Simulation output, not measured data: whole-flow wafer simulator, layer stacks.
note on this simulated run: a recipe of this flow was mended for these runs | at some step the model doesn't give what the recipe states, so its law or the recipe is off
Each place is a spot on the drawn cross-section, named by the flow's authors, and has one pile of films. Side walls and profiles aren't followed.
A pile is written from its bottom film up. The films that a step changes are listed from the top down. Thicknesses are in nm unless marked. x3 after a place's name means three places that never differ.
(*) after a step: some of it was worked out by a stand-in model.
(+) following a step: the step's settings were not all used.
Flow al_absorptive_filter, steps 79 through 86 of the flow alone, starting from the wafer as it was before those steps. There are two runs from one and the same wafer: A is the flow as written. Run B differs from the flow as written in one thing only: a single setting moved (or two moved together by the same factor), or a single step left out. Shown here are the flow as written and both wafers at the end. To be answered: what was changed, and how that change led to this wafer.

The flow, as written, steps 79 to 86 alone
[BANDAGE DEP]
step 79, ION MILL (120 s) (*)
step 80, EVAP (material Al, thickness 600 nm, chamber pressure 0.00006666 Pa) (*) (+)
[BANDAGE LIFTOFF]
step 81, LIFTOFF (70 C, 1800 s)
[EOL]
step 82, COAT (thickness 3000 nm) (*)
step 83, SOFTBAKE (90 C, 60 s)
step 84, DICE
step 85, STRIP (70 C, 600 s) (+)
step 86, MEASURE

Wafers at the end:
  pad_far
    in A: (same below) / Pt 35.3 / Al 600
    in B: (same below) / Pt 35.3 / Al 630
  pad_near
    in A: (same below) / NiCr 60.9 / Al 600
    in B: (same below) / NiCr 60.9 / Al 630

Cause: step 80, EVAP: thickness 630 nm was run, though the flow has thickness 600 nm.
One can read it off the wafer: pad_far has Al 630, and step 80 as written asks for 600 nm.

The path from the change to this, step by step:
  step 80, EVAP (material Al, thickness 600 nm, chamber pressure 0.00006666 Pa) (*) (+)
      gnd, pad_far, pad_near and 11 more: A +600 Al (new film) | B +630 Al (new film)
  step 81, LIFTOFF (70 C, 1800 s)
      xa_field, xl_land, idc_field: A -600 Al (all of it), -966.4 i-line-resist (all of it), -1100 lift-off-underlayer (all of it), -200 acrylic-e-beam-resist (all of it) | B -630 Al (all of it), -966.4 i-line-resist (all of it), -1100 lift-off-underlayer (all of it), -200 acrylic-e-beam-resist (all of it)
      gnd: A -600 Al (all of it), -968.3 i-line-resist (all of it), -1103.3 lift-off-underlayer (all of it), -200.9 acrylic-e-beam-resist (all of it) | B -630 Al (all of it), -968.3 i-line-resist (all of it), -1103.3 lift-off-underlayer (all of it), -200.9 acrylic-e-beam-resist (all of it)
      (as well as at 8 more places)
  step 83, SOFTBAKE (90 C, 60 s)
      pad_far: A -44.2 i-line-resist | B -46.5 i-line-resist
      pad_near: A -41.1 i-line-resist | B -43.3 i-line-resist
      (as well as at 1 more place)
